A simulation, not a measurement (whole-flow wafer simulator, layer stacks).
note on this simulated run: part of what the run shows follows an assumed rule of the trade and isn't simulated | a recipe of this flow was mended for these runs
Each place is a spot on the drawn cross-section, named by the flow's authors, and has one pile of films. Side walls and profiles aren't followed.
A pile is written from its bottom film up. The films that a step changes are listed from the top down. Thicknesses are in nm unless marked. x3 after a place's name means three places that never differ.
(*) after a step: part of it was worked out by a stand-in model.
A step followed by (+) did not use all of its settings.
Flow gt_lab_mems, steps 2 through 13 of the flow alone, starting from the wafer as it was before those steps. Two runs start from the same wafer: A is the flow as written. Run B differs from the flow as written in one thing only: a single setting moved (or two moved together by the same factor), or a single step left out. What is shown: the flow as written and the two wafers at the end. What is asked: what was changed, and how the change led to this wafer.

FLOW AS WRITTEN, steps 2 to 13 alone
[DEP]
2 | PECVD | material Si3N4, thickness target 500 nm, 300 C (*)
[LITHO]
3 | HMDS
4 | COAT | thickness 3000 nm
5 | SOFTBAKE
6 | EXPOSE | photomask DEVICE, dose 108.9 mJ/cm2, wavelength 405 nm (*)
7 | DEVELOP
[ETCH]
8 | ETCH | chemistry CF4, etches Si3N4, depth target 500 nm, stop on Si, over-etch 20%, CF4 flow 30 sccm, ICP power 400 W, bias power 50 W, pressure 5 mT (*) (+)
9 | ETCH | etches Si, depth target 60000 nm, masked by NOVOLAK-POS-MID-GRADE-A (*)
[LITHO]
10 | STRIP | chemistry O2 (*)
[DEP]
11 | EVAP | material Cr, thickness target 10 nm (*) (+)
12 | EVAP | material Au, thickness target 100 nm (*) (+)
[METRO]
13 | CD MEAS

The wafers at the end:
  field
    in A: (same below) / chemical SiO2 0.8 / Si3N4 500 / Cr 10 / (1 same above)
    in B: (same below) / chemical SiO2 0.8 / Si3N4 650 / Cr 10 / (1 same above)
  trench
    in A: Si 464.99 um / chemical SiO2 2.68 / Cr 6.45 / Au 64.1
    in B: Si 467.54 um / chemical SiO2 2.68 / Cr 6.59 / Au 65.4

The reason: step 2, PECVD: thickness target 650 nm was run, whereas the flow has thickness target 500 nm.
The wafer lets one read it off: field has Si3N4 650, and step 2 as written asks for 500 nm.

Step by step, how the change led to this:
  2 | PECVD | material Si3N4, thickness target 500 nm, 300 C (*)
      field, trench: A Si3N4 gains 500 (new film) | B Si3N4 gains 650 (new film)
  8 | ETCH | chemistry CF4, etches Si3N4, depth target 500 nm, stop on Si, over-etch 20%, CF4 flow 30 sccm, ICP power 400 W, bias power 50 W, pressure 5 mT (*) (+)
      trench: A Si3N4 loses 500 (all of it), chemical SiO2 loses 0.8 (all of it), Si loses 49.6 | B Si3N4 loses 600
  9 | ETCH | etches Si, depth target 60000 nm, masked by NOVOLAK-POS-MID-GRADE-A (*)
      trench: A Si loses 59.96 um | B Si3N4 loses 50 (all of it), chemical SiO2 loses 0.8 (all of it), Si loses 57.46 um
